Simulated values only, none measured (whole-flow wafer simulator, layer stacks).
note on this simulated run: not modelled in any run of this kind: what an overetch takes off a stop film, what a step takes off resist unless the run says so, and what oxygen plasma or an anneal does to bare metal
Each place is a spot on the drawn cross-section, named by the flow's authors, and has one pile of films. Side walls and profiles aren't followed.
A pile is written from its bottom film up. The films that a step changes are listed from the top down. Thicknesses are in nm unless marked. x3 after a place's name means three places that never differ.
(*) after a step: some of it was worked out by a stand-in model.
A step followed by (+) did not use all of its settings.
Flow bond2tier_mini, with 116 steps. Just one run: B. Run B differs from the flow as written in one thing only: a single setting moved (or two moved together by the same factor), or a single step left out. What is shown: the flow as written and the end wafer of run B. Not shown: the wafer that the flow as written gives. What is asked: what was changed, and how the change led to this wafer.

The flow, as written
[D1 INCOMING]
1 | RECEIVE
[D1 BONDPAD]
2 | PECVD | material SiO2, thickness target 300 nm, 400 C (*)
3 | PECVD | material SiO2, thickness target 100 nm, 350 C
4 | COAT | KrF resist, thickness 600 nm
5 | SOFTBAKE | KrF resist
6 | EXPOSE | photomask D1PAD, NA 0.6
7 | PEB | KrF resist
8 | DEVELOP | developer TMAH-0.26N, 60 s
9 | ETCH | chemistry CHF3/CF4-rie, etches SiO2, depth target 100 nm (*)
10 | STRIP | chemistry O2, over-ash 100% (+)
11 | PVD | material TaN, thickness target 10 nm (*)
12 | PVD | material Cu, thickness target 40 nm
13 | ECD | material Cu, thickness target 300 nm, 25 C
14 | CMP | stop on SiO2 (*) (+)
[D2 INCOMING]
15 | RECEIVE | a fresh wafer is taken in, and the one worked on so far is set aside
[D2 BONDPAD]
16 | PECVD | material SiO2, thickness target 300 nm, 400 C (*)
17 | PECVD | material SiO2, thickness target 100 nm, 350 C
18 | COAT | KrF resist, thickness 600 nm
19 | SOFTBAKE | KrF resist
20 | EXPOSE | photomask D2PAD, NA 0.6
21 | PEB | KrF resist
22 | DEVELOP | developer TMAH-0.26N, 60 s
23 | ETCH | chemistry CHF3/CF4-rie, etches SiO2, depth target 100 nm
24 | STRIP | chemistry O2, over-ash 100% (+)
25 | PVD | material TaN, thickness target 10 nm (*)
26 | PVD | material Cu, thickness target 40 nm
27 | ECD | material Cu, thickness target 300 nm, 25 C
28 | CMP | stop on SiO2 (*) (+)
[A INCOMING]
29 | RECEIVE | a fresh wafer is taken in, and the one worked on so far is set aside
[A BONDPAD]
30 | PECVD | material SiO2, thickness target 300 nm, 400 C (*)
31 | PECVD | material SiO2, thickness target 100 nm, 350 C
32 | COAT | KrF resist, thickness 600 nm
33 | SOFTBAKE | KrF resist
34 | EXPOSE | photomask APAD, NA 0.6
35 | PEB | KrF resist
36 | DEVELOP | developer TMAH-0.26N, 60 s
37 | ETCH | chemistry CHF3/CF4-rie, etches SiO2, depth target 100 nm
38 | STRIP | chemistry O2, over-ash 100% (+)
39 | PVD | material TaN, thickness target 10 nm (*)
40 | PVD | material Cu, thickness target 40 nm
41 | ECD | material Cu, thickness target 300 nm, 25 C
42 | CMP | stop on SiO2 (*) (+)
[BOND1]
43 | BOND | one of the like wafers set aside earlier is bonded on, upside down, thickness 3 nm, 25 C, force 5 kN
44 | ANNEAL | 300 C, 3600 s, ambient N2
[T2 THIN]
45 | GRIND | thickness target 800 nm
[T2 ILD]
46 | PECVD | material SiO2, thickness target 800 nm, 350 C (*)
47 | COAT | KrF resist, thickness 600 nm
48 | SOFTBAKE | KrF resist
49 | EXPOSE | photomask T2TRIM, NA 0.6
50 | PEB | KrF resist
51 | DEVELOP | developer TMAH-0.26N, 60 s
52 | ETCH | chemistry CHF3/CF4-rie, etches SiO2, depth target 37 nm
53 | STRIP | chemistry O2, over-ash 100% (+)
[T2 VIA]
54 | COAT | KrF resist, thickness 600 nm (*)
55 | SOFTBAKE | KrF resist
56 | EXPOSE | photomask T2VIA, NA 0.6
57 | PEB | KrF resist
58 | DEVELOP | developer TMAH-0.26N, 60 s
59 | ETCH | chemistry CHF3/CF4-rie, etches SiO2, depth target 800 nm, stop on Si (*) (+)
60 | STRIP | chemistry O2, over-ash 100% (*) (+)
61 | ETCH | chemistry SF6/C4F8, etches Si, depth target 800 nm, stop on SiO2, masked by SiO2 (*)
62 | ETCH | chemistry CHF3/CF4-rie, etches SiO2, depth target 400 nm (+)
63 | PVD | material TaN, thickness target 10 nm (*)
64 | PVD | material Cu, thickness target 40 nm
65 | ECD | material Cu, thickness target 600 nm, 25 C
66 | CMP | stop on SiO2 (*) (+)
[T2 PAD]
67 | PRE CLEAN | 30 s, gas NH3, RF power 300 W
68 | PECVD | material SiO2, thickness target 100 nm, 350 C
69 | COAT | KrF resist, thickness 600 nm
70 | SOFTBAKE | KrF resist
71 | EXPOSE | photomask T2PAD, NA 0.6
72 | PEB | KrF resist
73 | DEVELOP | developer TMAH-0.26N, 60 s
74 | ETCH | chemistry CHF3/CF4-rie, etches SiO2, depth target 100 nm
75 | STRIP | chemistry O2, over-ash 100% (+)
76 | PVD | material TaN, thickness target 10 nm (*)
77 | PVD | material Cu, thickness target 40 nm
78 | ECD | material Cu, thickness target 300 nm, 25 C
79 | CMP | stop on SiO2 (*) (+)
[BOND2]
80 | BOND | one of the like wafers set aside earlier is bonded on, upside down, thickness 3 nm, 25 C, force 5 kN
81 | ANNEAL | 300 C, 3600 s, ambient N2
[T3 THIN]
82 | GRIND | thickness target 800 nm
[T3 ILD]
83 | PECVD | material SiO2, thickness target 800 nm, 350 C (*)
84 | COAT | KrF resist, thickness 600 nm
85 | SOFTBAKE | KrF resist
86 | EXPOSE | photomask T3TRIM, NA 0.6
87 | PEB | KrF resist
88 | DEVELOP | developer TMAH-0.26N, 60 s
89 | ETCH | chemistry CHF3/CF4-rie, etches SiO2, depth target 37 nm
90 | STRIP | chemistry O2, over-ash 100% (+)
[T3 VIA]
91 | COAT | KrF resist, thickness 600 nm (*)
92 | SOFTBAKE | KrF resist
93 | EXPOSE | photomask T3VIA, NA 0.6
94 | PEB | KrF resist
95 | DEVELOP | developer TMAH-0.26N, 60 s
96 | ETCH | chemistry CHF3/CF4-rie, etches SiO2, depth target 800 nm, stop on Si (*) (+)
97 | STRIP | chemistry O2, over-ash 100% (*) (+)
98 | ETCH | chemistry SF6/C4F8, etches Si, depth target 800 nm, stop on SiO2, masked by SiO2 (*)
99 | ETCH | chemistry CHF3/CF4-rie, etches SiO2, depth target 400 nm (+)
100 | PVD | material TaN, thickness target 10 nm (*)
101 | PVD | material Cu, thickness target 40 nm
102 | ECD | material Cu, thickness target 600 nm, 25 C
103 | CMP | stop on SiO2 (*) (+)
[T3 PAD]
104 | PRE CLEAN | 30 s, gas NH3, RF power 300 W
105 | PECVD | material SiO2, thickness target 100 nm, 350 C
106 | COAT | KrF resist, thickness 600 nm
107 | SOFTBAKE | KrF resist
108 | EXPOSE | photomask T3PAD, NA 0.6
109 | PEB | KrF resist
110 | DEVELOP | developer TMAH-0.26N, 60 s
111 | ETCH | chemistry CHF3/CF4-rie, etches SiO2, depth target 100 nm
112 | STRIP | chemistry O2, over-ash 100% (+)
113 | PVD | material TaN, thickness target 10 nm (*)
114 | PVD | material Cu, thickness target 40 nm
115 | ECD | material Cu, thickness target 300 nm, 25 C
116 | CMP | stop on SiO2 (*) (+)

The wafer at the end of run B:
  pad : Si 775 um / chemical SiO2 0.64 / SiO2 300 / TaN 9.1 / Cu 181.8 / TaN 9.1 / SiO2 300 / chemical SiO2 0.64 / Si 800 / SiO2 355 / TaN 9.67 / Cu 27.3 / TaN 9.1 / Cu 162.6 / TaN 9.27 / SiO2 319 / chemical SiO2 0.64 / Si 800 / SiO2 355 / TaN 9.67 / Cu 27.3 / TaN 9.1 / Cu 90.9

What caused this: step 23, ETCH: depth target 81 nm was run, while the flow as written has depth target 100 nm.

The path from the change to this, step by step:
  23 | ETCH | chemistry CHF3/CF4-rie, etches SiO2, depth target 100 nm
      pad, via: SiO2 loses 81 (as written it would have been: SiO2 loses 100)
      field: KrF resist loses 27 (as written it would have been: KrF resist loses 33.3)
  27 | ECD | material Cu, thickness target 300 nm, 25 C
      pad: Cu gains 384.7 (as written it would have been: Cu gains 404.5)
      via: Cu gains 381.1 (as written it would have been: Cu gains 400.2)
  80 | BOND | one of the like wafers set aside earlier is bonded on, upside down, thickness 3 nm, 25 C, force 5 kN
      pad: Si gains 775 um (new film), chemical SiO2 gains 0.64 (new film), SiO2 gains 319 (new film), TaN gains 9.27 (new film), Cu gains 71.7 (as written it would have been: Si gains 775 um (new film), chemical SiO2 gains 0.64 (new film), SiO2 gains 300 (new film), TaN gains 9.1 (new film), Cu gains 90.9)
